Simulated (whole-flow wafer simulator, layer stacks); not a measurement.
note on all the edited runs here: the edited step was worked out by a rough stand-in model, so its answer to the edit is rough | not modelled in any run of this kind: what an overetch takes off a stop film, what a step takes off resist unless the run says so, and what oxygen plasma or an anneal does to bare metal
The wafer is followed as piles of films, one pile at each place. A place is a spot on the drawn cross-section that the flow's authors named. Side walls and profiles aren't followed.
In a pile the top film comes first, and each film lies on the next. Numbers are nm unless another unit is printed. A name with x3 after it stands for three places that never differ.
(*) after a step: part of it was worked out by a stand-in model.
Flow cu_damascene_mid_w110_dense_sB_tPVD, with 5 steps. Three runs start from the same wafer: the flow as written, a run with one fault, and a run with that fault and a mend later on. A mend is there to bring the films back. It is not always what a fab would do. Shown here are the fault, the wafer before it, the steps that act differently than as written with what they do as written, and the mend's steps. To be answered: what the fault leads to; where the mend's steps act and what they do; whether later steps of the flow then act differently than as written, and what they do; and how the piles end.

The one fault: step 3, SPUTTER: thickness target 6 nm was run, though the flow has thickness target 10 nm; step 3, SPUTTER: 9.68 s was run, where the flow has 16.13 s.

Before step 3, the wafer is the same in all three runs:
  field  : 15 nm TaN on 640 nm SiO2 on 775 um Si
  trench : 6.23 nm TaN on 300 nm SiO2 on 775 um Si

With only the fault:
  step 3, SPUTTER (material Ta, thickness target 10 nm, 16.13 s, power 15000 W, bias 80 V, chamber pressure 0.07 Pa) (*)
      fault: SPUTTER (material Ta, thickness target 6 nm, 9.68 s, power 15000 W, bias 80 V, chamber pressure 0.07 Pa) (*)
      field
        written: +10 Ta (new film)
        fault: +6 Ta (new film)
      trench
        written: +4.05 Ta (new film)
        fault: +2.43 Ta (new film)
  Every later step of the flow that is run acts as written, at every place that is followed, to within 2% or 0.5 nm, whichever is larger.
  By the end, the piles at field, trench depart from the flow's by more than 2% or 0.5 nm, whichever is larger.
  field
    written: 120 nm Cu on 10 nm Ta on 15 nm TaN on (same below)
    fault: 120 nm Cu on 6 nm Ta on 15 nm TaN on (same below)
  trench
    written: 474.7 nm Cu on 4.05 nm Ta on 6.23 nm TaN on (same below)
    fault: 472.3 nm Cu on 2.43 nm Ta on 6.23 nm TaN on (same below)

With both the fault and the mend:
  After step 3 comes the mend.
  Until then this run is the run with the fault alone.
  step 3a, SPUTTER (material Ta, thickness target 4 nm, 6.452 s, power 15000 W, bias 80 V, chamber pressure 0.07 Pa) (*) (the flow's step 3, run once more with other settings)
      field
        +4 Ta
      trench
        +1.58 Ta
  Every later step of the flow that is run acts as written, at every place that is followed, to within 2% or 0.5 nm, whichever is larger.
  When the end is reached, the piles differ only a little from the flow's at the places that both follow, at most by 2% or 0.5 nm, whichever is larger.
